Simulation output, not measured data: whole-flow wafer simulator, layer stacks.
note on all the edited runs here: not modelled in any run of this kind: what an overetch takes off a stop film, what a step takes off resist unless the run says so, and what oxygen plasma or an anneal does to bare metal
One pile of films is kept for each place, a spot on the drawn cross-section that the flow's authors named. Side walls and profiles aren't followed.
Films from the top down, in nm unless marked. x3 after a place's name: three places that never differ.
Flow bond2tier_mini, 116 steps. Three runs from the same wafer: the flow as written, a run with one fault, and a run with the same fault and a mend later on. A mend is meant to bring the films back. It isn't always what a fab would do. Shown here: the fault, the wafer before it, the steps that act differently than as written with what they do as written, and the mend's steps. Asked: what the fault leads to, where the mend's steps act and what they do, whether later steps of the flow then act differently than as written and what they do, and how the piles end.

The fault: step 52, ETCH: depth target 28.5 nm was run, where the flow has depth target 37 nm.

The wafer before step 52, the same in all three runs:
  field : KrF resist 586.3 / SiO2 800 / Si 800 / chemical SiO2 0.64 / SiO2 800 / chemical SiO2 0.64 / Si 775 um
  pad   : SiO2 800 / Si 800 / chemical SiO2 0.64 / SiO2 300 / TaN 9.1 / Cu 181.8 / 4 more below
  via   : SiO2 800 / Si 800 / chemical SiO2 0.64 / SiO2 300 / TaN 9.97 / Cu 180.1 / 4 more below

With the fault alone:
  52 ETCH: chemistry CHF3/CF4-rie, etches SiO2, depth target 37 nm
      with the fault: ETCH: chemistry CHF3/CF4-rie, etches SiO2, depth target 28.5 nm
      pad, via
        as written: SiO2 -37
        with the fault: SiO2 -28.5
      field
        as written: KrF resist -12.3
        with the fault: KrF resist -9.5
  No later step of the flow acts differently than as written, at any place that is followed, by more than 2% or 0.5 nm, whichever is larger.
  At the end the piles differ from the flow's by more than 2% or 0.5 nm, whichever is larger, at pad.
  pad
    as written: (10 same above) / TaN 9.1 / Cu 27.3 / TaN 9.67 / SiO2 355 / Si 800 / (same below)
    with the fault: (10 same above) / TaN 9.1 / Cu 18.8 / TaN 9.74 / SiO2 363.5 / Si 800 / (same below)

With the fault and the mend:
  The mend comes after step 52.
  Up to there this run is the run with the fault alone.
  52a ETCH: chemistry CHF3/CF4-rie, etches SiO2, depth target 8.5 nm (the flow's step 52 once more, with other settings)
      pad, via
        SiO2 -8.5
      field
        KrF resist -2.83
  No later step of the flow acts differently than as written at any place that is followed.
  At the end the piles are the same as the flow's at every place that both follow.
